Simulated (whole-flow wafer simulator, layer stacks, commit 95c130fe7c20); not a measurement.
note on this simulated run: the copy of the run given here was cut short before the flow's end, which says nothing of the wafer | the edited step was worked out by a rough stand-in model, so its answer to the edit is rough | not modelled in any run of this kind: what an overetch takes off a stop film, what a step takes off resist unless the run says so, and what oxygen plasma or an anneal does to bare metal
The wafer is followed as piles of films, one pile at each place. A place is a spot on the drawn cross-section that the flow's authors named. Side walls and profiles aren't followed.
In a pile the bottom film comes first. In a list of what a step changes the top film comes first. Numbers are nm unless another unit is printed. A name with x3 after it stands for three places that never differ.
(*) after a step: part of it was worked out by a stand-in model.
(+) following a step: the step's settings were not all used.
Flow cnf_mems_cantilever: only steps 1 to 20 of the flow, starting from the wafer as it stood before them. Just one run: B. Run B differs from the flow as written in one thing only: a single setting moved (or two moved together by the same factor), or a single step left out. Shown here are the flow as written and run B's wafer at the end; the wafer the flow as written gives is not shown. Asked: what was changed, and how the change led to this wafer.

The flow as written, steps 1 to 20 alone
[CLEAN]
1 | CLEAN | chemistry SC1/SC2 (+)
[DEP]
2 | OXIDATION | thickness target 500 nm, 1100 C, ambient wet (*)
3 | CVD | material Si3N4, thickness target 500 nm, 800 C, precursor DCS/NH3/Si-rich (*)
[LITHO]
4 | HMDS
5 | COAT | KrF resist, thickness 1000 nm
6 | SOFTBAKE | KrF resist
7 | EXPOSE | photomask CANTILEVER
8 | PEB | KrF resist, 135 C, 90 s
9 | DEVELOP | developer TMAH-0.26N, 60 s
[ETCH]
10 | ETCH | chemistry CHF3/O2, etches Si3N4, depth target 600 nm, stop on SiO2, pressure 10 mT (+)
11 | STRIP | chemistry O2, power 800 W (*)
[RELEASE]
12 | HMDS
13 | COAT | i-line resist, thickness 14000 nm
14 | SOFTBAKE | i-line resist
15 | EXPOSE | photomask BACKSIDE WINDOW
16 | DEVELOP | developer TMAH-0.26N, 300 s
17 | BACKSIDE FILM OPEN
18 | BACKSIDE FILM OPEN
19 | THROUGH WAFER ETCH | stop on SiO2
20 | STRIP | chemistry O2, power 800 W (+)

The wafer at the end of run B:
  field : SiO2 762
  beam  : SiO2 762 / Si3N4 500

Cause: step 2, OXIDATION: thickness target 762 nm was run, though the flow has thickness target 500 nm.
One can read it off the wafer: field has SiO2 762, and step 2 as written asks for 500 nm.

Step by step, how the change led to this:
  2 | OXIDATION | thickness target 500 nm, 1100 C, ambient wet (*)
      field, beam: SiO2 gains 762 (new film), chemical SiO2 loses 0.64 (all of it), Si loses 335 (it would be, as written: SiO2 gains 500 (new film), chemical SiO2 loses 0.64 (all of it), Si loses 219.7)
  19 | THROUGH WAFER ETCH | stop on SiO2
      field: under 1 film: Si loses 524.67 um (all of it) (it would be, as written: under 1 film: Si loses 524.78 um (all of it))
      beam: under 2 films: Si loses 524.67 um (all of it) (it would be, as written: under 2 films: Si loses 524.78 um (all of it))
